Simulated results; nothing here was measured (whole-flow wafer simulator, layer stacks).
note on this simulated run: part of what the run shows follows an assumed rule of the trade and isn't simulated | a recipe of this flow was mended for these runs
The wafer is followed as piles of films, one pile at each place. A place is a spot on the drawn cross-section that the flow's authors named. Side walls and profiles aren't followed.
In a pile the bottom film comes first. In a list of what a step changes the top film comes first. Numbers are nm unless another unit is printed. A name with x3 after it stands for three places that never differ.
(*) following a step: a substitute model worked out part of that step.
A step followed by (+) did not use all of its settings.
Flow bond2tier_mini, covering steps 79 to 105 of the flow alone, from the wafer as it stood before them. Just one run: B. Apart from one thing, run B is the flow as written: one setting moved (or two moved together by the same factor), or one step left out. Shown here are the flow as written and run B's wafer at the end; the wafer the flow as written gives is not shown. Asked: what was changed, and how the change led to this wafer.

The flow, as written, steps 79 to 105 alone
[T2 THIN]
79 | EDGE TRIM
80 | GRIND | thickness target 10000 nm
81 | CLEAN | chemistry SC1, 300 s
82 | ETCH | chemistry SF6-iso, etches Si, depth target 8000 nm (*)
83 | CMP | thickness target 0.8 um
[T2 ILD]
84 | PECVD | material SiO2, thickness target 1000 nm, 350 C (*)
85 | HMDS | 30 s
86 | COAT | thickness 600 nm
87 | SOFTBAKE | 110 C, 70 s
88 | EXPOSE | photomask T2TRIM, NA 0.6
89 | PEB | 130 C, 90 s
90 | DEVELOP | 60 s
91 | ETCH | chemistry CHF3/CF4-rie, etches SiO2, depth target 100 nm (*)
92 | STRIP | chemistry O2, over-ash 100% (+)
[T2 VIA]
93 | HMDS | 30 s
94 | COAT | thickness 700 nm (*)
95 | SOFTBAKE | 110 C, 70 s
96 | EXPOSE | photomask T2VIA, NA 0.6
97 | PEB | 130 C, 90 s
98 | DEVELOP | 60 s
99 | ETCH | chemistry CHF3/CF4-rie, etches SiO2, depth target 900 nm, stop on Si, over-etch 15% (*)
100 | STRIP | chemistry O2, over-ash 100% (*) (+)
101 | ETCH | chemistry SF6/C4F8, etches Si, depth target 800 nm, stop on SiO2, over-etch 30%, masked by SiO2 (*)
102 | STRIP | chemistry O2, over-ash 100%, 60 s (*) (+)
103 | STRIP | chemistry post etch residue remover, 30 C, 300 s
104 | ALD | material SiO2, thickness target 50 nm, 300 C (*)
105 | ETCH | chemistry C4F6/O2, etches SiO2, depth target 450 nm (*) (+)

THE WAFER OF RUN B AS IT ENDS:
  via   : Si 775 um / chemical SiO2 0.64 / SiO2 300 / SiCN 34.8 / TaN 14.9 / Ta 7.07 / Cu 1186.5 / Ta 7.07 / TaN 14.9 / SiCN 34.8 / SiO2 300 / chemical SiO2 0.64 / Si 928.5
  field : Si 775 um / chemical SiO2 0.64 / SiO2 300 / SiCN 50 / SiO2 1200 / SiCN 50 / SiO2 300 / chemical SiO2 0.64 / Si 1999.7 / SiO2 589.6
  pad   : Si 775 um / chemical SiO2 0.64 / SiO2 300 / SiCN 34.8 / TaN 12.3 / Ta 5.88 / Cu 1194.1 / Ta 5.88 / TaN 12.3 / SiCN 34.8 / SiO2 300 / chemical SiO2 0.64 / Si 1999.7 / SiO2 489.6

What caused this: step 83, CMP: thickness target 0.8 um, was omitted.

The path from the change to this, step by step:
  101 | ETCH | chemistry SF6/C4F8, etches Si, depth target 800 nm, stop on SiO2, over-etch 30%, masked by SiO2 (*)
      via: Si loses 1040 (in the flow as written it would be: Si loses 788.8 (all of it), chemical SiO2 loses 0.64 (all of it), SiO2 loses 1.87)
  104 | ALD | material SiO2, thickness target 50 nm, 300 C (*)
      via: SiO2 gains 50 (new film) (in the flow as written it would be: SiO2 gains 50)
  105 | ETCH | chemistry C4F6/O2, etches SiO2, depth target 450 nm (*) (+)
      via: SiO2 loses 50 (all of it), Si loses 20 (in the flow as written it would be: SiO2 loses 348.1 (all of it), SiCN loses 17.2)
